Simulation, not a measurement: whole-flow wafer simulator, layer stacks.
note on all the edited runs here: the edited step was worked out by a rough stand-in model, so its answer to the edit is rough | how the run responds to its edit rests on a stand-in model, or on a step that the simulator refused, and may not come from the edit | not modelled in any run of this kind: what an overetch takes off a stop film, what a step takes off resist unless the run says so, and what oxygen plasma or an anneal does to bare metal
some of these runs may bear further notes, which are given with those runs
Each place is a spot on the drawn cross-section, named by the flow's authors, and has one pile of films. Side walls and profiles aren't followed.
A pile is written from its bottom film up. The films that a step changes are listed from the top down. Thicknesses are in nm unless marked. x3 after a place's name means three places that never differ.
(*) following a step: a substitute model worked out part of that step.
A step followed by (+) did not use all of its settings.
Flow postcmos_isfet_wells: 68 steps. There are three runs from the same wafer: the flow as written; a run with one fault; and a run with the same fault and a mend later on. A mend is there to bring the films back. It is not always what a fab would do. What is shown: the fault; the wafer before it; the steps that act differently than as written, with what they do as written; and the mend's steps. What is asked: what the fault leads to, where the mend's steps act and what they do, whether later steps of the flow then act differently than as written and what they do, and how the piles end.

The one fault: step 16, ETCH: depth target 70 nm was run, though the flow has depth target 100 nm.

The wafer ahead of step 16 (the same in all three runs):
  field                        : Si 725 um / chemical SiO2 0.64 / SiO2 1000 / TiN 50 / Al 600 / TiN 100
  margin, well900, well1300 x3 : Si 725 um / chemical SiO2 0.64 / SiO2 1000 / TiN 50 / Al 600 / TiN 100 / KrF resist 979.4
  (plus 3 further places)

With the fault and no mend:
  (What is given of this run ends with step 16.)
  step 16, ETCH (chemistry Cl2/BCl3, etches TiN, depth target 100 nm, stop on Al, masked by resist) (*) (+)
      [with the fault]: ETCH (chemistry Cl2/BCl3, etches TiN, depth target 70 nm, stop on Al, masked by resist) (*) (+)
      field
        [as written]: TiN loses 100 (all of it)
        [with the fault]: TiN loses 70
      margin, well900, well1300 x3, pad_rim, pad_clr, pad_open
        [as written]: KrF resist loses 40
        [with the fault]: KrF resist loses 28
  After step 16, at field, the piles differ from the flow's by more than 2% or 0.5 nm, whichever is larger.
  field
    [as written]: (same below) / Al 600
    [with the fault]: (same below) / Al 600 / TiN 30

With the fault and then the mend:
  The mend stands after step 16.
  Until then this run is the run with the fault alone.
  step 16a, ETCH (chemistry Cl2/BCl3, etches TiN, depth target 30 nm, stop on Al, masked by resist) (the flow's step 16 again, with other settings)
      margin, well900, well1300 x3, pad_rim, pad_clr, pad_open
        KrF resist loses 12
      field
        TiN loses 30 (all of it)
  Every later step of the flow that is run acts as written at every place that is followed.
  The piles end the same as the flow's at every place that both follow.
